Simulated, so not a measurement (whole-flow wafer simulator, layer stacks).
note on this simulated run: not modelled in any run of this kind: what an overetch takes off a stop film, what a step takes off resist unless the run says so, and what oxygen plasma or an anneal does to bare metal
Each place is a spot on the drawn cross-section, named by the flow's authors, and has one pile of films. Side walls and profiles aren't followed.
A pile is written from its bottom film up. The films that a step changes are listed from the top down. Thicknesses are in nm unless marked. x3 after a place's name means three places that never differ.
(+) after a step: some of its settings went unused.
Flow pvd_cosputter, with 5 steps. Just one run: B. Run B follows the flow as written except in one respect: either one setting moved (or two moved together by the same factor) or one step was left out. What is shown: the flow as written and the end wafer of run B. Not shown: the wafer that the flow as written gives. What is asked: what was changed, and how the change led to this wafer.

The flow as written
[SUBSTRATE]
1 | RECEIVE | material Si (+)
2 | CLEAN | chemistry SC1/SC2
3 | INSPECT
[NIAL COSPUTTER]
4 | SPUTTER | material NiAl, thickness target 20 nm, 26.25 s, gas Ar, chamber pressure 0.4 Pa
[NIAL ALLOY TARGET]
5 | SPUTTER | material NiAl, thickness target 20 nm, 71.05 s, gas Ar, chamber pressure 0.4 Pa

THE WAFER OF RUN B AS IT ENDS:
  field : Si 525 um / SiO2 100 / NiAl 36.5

What caused this: step 5, SPUTTER: thickness target 16.5 nm was run, though the flow has thickness target 20 nm.

How this came from the change, step by step:
  5 | SPUTTER | material NiAl, thickness target 20 nm, 71.05 s, gas Ar, chamber pressure 0.4 Pa
      field: NiAl gains 16.5 (as written it would have been: NiAl gains 20)
